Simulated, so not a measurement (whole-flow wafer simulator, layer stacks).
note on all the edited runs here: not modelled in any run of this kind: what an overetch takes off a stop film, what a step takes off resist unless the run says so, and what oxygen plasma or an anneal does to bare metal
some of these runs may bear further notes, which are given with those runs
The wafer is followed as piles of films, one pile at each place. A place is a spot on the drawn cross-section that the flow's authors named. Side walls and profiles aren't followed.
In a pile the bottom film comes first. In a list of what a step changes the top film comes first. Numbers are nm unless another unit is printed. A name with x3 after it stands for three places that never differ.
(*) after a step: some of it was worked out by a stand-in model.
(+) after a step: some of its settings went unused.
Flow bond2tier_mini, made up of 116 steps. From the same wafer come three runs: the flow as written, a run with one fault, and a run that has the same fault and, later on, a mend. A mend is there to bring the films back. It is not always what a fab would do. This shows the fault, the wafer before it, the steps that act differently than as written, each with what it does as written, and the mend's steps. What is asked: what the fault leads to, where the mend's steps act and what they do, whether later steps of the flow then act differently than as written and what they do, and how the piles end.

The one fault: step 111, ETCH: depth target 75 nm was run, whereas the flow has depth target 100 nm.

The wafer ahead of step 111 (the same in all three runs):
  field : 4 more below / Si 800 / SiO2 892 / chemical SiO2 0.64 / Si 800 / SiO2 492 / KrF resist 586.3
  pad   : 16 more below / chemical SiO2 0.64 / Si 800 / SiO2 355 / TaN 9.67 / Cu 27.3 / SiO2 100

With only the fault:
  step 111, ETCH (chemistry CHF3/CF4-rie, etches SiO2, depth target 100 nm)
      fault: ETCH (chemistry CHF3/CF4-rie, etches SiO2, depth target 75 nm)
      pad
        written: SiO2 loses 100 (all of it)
        fault: SiO2 loses 75
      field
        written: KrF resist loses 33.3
        fault: KrF resist loses 25
  Steps further on in the flow that do not act as written (2 other steps are not shown; they differ only slightly, by no more than 2% or 0.5 nm, whichever is larger):
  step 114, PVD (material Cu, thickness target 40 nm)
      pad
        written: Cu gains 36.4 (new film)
        fault: Cu gains 37.3 (new film)
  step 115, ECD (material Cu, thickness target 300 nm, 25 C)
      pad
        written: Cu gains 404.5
        fault: Cu gains 378.4
  By the end, the piles at pad depart from the flow's by more than 2% or 0.5 nm, whichever is larger.
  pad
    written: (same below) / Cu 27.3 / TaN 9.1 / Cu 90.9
    fault: (same below) / Cu 27.3 / SiO2 25 / TaN 9.32 / Cu 65.7

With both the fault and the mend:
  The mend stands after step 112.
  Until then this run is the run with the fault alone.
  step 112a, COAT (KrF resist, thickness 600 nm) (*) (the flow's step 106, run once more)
      field
        KrF resist gains 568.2 (new film)
      pad
        KrF resist gains 633.2 (new film)
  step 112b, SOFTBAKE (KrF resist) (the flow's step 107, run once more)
      alters no film at any place that is followed
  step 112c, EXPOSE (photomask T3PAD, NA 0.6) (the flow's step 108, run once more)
      alters no film at any place that is followed
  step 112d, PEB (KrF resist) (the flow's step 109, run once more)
      alters no film at any place that is followed
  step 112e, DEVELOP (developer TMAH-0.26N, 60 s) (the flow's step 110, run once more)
      field
        KrF resist loses 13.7
      pad
        KrF resist loses 633.2 (all of it)
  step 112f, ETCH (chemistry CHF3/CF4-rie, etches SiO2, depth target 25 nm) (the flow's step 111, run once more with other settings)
      field
        KrF resist loses 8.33
      pad
        SiO2 loses 25 (all of it)
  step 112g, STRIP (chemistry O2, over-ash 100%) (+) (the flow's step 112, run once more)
      field
        KrF resist loses 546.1 (all of it)
  Every later step of the flow that is run acts as written at every place that is followed.
  The piles end the same as the flow's at every place that both follow.
